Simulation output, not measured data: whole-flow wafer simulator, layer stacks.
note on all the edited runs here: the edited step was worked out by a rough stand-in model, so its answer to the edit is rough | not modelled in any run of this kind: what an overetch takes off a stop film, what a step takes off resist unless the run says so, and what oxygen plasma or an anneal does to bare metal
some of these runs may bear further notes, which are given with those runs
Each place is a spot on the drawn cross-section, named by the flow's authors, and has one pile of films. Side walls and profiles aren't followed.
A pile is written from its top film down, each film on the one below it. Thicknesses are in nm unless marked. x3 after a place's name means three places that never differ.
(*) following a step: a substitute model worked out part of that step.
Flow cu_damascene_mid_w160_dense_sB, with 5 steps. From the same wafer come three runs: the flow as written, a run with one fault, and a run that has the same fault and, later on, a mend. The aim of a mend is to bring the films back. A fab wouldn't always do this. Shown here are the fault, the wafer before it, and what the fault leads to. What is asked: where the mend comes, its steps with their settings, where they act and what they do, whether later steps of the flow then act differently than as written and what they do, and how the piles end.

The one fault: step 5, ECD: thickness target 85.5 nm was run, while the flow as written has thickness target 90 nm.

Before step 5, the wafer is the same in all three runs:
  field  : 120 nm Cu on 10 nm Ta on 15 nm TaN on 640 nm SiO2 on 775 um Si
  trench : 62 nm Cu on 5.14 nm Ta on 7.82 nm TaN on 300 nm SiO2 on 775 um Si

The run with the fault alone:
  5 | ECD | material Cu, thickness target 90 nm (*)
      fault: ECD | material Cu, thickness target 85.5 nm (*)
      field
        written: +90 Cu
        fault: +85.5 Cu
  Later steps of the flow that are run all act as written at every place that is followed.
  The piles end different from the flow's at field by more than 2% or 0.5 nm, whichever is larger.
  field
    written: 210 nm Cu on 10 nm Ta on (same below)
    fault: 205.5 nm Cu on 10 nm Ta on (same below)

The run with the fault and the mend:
  The mend follows step 5.
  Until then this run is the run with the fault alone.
  5a | ECD | material Cu, thickness target 4.5 nm (the flow's step 5, run once more with other settings)
      field, trench
        +4.5 Cu
  Later steps of the flow that are run all act as written at every place that is followed.
  At every place that both follow, the piles at the end match the flow's.
